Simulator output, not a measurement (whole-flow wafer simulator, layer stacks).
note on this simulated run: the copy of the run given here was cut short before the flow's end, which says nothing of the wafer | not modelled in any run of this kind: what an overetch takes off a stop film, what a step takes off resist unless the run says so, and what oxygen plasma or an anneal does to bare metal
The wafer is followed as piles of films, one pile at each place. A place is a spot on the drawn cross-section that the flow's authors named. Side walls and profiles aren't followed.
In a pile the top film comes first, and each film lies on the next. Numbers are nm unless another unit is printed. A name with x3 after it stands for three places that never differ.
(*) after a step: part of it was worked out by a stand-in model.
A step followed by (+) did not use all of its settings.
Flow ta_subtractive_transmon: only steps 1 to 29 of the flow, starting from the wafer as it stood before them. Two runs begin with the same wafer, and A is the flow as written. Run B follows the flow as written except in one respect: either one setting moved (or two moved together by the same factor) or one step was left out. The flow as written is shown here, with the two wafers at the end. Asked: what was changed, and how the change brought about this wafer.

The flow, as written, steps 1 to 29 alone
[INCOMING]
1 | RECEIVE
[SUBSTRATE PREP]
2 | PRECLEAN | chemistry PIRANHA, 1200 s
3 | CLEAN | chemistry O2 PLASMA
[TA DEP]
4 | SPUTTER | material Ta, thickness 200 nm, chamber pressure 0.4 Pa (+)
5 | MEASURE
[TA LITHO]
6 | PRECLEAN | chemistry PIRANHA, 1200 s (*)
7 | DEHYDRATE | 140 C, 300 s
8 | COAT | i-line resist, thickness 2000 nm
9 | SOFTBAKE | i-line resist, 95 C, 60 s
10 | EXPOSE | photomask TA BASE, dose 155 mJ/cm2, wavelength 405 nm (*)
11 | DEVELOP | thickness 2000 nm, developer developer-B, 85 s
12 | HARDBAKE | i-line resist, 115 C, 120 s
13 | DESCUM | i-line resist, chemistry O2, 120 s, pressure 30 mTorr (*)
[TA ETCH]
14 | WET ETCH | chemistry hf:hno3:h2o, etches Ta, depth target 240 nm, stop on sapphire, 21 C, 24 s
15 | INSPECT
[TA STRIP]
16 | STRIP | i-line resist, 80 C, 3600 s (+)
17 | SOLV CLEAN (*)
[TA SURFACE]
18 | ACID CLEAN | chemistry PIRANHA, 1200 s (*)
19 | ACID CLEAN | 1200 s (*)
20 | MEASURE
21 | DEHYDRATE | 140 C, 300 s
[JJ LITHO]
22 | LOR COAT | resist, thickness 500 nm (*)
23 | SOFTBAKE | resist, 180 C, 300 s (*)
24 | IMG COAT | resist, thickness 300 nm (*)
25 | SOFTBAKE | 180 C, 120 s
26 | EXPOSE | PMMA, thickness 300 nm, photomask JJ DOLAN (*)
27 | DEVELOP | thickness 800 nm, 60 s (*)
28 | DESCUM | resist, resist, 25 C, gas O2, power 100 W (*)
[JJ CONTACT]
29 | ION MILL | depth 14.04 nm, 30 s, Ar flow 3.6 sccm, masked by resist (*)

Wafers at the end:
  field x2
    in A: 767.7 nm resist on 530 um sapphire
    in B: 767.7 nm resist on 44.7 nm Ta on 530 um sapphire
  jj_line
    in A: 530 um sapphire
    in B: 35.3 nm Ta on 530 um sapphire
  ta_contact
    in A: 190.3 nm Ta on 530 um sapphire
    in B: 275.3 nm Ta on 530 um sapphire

The reason: step 4, SPUTTER: thickness 285 nm was run, while the flow as written has thickness 200 nm.

How this came from the change, step by step:
  4 | SPUTTER | material Ta, thickness 200 nm, chamber pressure 0.4 Pa (+)
      field x2, jj_line, lead, ta_contact, ta_pad: A Ta gains 200 (new film) | B Ta gains 285 (new film)
  14 | WET ETCH | chemistry hf:hno3:h2o, etches Ta, depth target 240 nm, stop on sapphire, 21 C, 24 s
      field x2, jj_line, lead: A Ta loses 200 (all of it) | B Ta loses 240
  22 | LOR COAT | resist, thickness 500 nm (*)
      ta_contact: A resist gains 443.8 (new film) | B resist gains 433.7 (new film)
  29 | ION MILL | depth 14.04 nm, 30 s, Ar flow 3.6 sccm, masked by resist (*)
      jj_line, lead: A sapphire loses 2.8 | B Ta loses 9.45
If metal films that touch count as one body, field x2 has 1 body; the flow as written gives 0 bodies.
If metal films that touch count as one body, jj_line has 1 body; the flow as written gives 0 bodies.
